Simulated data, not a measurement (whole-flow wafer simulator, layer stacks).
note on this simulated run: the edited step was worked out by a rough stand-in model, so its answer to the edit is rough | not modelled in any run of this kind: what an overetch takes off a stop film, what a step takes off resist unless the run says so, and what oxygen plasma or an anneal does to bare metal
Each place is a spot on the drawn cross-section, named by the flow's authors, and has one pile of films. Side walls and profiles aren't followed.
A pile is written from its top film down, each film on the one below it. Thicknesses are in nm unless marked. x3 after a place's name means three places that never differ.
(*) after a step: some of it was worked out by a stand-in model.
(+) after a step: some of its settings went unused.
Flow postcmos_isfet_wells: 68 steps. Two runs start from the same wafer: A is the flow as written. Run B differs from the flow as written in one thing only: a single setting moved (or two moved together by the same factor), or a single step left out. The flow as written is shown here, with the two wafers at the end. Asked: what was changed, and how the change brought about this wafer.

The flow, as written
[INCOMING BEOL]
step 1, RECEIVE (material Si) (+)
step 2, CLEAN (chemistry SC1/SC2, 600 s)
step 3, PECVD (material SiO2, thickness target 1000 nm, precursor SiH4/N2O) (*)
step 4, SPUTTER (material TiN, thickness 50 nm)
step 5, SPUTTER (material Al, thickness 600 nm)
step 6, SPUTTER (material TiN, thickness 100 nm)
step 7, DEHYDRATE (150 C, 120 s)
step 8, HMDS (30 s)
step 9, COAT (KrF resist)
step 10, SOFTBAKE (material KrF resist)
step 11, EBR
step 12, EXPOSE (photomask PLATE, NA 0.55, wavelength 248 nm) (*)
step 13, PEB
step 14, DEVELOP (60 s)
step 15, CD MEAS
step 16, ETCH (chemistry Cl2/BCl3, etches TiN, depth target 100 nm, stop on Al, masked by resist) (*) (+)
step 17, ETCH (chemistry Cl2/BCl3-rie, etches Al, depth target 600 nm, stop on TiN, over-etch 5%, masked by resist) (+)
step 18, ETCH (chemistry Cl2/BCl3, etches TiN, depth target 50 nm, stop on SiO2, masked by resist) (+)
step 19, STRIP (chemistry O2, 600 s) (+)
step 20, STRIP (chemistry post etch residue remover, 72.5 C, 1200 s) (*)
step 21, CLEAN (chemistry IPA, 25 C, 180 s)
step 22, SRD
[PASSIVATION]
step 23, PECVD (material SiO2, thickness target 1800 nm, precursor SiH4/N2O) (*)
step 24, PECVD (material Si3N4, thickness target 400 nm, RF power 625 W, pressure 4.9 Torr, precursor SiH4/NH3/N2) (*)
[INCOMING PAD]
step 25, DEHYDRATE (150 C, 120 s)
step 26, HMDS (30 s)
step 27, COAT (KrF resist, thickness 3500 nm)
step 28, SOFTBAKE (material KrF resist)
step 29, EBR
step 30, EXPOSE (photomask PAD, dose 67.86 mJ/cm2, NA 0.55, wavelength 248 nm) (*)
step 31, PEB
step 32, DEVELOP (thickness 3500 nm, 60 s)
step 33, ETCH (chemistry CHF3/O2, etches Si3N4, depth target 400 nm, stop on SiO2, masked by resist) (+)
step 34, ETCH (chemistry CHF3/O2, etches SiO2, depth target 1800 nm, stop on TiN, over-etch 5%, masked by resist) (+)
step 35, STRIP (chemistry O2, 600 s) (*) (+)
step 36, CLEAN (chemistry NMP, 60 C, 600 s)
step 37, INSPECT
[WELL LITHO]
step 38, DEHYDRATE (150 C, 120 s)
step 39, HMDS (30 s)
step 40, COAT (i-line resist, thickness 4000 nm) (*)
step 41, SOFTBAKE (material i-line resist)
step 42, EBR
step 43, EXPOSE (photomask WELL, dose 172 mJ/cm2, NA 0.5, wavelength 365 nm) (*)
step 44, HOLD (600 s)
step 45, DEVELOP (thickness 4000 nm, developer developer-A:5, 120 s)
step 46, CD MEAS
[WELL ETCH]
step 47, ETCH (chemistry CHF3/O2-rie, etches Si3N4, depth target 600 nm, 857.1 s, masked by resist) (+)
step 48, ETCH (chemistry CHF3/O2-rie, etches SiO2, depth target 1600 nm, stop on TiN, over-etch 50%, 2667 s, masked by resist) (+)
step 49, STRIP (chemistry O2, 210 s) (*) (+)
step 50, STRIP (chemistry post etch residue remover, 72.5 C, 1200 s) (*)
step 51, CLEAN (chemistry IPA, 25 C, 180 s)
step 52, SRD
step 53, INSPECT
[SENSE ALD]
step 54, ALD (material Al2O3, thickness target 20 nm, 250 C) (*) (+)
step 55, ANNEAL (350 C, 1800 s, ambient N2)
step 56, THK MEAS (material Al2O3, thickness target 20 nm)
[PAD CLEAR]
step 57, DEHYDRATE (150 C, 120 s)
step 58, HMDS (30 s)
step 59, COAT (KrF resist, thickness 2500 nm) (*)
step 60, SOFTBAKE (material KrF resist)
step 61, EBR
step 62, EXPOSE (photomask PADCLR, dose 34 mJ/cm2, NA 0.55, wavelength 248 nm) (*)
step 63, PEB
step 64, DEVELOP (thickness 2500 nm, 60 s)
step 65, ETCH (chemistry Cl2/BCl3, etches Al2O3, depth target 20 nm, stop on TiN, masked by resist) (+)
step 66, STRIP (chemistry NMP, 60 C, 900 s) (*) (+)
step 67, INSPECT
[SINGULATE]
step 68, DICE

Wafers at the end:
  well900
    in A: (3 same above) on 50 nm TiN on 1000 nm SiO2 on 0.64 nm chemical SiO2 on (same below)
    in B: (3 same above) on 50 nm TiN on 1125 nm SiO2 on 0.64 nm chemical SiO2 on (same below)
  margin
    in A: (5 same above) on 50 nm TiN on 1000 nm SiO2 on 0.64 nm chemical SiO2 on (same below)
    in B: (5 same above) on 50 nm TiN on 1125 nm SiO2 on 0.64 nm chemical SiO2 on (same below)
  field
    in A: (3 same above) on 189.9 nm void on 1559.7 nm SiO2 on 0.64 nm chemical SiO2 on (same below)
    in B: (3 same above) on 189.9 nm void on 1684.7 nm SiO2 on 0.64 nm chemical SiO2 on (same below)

The reason: step 3, PECVD: thickness target 1125 nm was run, whereas the flow has thickness target 1000 nm.
The wafer itself shows it: well900 has SiO2 1125, and step 3 as written asks for 1000 nm.

Step by step, how the change led to this:
  step 3, PECVD (material SiO2, thickness target 1000 nm, precursor SiH4/N2O) (*)
      field, margin, well900, well1300 x3, pad_rim, pad_clr, pad_open: A +1000 SiO2 (new film) | B +1125 SiO2 (new film)
